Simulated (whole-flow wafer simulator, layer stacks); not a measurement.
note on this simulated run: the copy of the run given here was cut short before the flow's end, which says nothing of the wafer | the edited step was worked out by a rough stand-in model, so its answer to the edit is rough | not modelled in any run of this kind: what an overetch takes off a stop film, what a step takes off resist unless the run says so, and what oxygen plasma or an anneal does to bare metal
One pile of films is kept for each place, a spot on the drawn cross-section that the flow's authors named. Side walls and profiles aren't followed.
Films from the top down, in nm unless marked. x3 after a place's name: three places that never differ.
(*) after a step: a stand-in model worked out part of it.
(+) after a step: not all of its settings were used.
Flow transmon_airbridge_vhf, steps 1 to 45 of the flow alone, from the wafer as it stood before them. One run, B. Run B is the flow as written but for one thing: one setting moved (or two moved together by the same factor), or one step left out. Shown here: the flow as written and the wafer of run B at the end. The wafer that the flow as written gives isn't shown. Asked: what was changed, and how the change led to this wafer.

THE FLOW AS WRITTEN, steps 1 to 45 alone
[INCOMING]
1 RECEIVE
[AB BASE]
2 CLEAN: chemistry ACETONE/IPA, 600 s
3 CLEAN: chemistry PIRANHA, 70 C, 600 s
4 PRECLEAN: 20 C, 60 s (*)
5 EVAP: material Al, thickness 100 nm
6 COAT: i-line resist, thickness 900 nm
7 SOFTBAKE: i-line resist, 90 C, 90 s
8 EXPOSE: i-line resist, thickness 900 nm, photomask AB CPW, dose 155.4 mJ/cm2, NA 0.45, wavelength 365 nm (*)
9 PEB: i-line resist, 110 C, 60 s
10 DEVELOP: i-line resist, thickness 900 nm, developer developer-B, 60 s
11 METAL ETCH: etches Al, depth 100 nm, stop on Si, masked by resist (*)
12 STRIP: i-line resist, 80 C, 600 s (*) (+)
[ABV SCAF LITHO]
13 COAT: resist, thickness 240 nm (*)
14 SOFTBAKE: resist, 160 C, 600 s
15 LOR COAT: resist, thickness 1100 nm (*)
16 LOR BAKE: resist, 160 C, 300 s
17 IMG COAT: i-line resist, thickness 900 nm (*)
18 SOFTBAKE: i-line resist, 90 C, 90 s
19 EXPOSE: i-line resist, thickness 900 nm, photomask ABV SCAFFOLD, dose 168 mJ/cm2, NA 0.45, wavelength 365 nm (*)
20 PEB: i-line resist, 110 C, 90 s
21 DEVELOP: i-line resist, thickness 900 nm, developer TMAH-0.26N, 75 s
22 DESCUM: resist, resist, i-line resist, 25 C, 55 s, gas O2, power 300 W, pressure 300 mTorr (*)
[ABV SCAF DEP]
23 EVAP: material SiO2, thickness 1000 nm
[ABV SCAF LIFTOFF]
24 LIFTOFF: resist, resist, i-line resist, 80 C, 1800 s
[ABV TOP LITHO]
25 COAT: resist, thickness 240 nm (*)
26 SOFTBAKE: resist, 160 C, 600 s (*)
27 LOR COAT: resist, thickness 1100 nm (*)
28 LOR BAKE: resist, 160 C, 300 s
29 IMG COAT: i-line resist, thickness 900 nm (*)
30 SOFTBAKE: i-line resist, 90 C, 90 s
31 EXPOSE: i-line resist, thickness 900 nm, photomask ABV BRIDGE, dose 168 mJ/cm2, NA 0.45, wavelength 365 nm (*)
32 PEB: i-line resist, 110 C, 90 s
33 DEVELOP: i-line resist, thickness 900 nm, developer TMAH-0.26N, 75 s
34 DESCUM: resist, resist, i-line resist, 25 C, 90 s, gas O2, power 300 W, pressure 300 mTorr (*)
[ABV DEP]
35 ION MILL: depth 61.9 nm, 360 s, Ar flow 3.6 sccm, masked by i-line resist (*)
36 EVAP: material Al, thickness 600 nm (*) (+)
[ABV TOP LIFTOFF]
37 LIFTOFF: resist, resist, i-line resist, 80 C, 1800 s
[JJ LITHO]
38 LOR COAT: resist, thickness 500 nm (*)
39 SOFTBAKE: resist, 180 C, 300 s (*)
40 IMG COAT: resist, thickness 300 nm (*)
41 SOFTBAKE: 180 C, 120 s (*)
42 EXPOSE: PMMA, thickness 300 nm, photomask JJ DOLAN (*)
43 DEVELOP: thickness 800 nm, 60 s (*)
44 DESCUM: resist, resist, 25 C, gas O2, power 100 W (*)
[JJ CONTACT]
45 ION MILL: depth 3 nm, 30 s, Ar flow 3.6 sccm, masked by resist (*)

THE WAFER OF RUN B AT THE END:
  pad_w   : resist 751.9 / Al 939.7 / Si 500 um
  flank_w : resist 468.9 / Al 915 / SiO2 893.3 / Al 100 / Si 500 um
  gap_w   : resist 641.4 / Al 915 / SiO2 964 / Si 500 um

The cause: step 36, EVAP: thickness 915 nm was run, where the flow has thickness 600 nm.
It can be read off the wafer: flank_w has Al 915, and step 36 as written asks for 600 nm.

How the change led to this, step by step:
  36 EVAP: material Al, thickness 600 nm (*) (+)
      field x3, jj_line, ground_far and 10 more: Al +915 (new film) (as written it would be: Al +600 (new film))
      pad_w, pad_e: Al +901.6 (as written it would be: Al +591.2)
  37 LIFTOFF: resist, resist, i-line resist, 80 C, 1800 s
      field x3, jj_line, trace_open_s x2: Al -915 (all of it), i-line resist -600 (all of it), resist -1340 (all of it) (as written it would be: Al -600 (all of it), i-line resist -600 (all of it), resist -1340 (all of it))
      margin_s, margin_n: Al -915 (all of it), i-line resist -318.3 (all of it), resist -992 (all of it) (as written it would be: Al -600 (all of it), i-line resist -318.3 (all of it), resist -992 (all of it))
      (and at 1 more place)
  38 LOR COAT: resist, thickness 500 nm (*)
      pad_w, pad_e: resist +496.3 (new film) (as written it would be: resist +517 (new film))
      flank_w, flank_e: resist +298.7 (new film) (as written it would be: resist +306.5 (new film))
      (and at 6 more places)
  40 IMG COAT: resist, thickness 300 nm (*)
      pad_w, pad_e: resist +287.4 (as written it would be: resist +300.1)
      flank_w, flank_e: resist +201.9 (as written it would be: resist +212.1)
      (and at 6 more places)
